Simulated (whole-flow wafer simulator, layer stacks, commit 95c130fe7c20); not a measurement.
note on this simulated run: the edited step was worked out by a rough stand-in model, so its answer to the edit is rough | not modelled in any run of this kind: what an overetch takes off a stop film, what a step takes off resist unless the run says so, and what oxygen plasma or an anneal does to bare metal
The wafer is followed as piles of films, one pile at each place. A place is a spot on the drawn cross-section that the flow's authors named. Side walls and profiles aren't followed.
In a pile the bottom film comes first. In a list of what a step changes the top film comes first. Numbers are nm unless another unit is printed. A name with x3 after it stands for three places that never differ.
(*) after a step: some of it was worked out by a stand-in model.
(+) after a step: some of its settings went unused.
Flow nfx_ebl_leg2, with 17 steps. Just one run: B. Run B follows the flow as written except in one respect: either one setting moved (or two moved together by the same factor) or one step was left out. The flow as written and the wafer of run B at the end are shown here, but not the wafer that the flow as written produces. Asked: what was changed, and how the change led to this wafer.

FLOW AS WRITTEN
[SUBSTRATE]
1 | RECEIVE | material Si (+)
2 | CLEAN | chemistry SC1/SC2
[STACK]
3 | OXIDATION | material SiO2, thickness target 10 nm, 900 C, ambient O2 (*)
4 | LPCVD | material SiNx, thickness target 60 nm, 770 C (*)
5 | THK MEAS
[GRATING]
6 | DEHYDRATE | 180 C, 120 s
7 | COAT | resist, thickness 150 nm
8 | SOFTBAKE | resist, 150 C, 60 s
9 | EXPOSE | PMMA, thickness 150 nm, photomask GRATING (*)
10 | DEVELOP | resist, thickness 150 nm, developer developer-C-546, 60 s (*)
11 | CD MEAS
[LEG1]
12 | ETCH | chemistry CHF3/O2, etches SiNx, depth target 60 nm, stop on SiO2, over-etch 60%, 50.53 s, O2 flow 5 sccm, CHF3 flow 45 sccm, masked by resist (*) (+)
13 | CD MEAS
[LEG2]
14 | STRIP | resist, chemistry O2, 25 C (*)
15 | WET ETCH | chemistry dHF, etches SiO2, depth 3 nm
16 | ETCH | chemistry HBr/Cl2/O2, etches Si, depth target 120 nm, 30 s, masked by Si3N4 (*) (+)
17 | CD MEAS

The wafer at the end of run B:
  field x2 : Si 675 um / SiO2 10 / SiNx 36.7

What caused this: step 4, LPCVD: thickness target 43.5 nm was run, while the flow as written has thickness target 60 nm.

The path from the change to this, step by step:
  4 | LPCVD | material SiNx, thickness target 60 nm, 770 C (*)
      field x2, pad x2: SiNx gains 43.5 (new film) (in the flow as written it would be: SiNx gains 60 (new film))
  12 | ETCH | chemistry CHF3/O2, etches SiNx, depth target 60 nm, stop on SiO2, over-etch 60%, 50.53 s, O2 flow 5 sccm, CHF3 flow 45 sccm, masked by resist (*) (+)
      pad x2: SiNx loses 43.5 (all of it), SiO2 loses 10 (all of it) (in the flow as written it would be: SiNx loses 60 (all of it), SiO2 loses 10 (all of it))
